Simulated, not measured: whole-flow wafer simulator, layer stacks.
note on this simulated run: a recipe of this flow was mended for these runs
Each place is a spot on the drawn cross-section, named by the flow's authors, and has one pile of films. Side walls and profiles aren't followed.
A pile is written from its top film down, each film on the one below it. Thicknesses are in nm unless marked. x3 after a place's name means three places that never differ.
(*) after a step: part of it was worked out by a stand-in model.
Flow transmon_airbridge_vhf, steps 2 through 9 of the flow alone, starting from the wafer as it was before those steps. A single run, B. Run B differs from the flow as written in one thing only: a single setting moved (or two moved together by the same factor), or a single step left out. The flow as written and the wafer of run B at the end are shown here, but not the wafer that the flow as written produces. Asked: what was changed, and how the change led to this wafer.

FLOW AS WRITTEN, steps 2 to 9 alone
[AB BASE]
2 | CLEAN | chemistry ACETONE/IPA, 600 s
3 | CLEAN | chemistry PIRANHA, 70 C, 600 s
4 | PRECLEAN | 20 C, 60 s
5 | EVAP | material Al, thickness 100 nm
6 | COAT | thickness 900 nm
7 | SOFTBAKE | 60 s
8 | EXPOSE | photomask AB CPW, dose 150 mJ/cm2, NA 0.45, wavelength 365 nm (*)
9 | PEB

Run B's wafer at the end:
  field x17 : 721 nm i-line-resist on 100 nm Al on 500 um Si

Cause: step 6, COAT: thickness 760 nm was run, whereas the flow has thickness 900 nm.

The path from the change to this, step by step:
  6 | COAT | thickness 900 nm
      field x17: +760 i-line-resist (new film) (it would be, as written: +900 i-line-resist (new film))
  9 | PEB
      field x17: -39 i-line-resist (it would be, as written: -46.5 i-line-resist)
